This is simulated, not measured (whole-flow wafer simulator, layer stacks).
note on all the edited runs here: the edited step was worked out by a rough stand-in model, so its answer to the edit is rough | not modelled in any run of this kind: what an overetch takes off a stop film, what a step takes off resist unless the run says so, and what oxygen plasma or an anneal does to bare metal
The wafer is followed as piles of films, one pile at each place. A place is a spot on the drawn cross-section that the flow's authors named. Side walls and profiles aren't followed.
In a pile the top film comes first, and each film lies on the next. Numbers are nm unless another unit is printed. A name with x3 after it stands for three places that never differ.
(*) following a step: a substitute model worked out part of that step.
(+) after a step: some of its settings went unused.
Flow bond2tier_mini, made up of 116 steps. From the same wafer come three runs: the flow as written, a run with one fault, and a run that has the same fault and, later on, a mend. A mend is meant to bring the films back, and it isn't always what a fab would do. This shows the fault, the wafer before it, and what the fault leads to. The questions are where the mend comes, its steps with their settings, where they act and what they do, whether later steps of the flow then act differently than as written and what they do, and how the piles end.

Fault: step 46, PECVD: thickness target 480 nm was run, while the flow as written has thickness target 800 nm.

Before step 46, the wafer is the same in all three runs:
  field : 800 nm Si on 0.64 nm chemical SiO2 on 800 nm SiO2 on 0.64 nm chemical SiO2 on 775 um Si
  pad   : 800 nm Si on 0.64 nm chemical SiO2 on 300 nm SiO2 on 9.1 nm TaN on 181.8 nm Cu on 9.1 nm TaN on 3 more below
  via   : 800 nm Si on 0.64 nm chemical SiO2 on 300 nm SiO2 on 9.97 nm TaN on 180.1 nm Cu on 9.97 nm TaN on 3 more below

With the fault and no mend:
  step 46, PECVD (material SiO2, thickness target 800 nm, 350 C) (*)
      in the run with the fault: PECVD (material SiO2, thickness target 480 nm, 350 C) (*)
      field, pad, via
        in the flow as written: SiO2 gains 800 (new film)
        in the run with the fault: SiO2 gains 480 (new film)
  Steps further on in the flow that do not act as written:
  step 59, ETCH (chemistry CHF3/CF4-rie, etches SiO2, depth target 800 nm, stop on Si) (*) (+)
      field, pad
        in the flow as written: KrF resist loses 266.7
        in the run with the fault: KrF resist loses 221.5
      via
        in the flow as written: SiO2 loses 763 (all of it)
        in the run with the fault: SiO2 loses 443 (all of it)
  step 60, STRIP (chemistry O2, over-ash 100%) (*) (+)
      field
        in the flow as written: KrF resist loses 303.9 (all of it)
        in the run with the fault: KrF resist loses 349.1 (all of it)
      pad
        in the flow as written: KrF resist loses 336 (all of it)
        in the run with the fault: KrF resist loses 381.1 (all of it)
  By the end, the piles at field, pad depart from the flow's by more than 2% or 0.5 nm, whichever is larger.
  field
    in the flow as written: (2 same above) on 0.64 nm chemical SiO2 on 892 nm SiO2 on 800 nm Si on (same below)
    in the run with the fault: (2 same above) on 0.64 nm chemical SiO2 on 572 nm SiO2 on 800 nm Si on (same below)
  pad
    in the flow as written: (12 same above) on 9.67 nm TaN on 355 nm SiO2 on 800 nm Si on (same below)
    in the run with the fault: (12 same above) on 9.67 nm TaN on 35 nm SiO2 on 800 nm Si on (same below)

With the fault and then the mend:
  After step 51 comes the mend.
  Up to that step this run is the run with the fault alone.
  step 51a, STRIP (chemistry O2, over-ash 100%) (+)
      field
        KrF resist loses 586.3 (all of it)
  step 51b, PECVD (material SiO2, thickness target 320 nm, 350 C) (*) (the flow's step 46, run once more with other settings)
      field, pad, via
        SiO2 gains 320
  step 51c, COAT (KrF resist, thickness 600 nm) (the flow's step 47, run once more)
      field, pad, via
        KrF resist gains 600 (new film)
  step 51d, SOFTBAKE (KrF resist) (the flow's step 48, run once more)
      leaves every film unchanged at each place that is followed
  step 51e, EXPOSE (photomask T2TRIM, NA 0.6) (the flow's step 49, run once more)
      leaves every film unchanged at each place that is followed
  step 51f, PEB (KrF resist) (the flow's step 50, run once more)
      leaves every film unchanged at each place that is followed
  step 51g, DEVELOP (developer TMAH-0.26N, 60 s) (the flow's step 51, run once more)
      pad, via
        KrF resist loses 600 (all of it)
      field
        KrF resist loses 13.7
  Every later step of the flow that is run acts as written at every place that is followed.
  The piles end the same as the flow's at every place that both follow.
